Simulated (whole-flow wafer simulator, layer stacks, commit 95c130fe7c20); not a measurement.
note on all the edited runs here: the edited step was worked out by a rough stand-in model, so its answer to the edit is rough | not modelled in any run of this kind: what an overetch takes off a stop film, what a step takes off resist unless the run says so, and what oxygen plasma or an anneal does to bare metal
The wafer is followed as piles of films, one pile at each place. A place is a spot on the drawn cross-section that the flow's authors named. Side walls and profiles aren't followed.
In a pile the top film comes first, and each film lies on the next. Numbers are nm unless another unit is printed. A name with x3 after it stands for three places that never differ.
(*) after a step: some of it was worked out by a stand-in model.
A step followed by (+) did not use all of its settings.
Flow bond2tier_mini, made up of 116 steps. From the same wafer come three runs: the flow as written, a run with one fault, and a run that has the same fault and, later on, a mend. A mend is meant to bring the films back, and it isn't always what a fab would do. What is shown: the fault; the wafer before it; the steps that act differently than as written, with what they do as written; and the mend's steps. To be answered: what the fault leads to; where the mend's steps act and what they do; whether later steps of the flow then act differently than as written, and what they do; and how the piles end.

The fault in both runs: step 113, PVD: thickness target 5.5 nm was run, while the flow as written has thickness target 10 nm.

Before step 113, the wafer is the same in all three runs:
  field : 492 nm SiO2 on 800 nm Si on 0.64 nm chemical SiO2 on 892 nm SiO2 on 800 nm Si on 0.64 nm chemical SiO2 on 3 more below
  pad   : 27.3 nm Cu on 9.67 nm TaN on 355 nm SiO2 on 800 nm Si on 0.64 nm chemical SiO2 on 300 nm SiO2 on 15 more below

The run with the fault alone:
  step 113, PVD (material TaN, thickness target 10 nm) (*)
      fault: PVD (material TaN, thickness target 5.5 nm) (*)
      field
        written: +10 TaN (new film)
        fault: +5.5 TaN (new film)
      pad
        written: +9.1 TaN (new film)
        fault: +5.01 TaN (new film)
  Later steps of the flow acting differently than as written (1 more step, not shown, differs only slightly: by at most 2% or 0.5 nm, whichever is larger):
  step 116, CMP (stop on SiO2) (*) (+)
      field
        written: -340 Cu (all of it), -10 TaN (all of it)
        fault: -340 Cu (all of it), -5.5 TaN (all of it)
  By the end, the piles at pad depart from the flow's by more than 2% or 0.5 nm, whichever is larger.
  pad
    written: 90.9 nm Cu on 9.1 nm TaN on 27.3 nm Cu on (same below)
    fault: 95 nm Cu on 5.01 nm TaN on 27.3 nm Cu on (same below)

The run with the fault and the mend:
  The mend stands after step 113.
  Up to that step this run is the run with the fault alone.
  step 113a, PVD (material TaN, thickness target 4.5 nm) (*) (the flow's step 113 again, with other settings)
      field
        +4.5 TaN
      pad
        +4.09 TaN
  Every later step of the flow that is run acts as written at every place that is followed.
  By the end, the piles equal the flow's at every place that both follow.
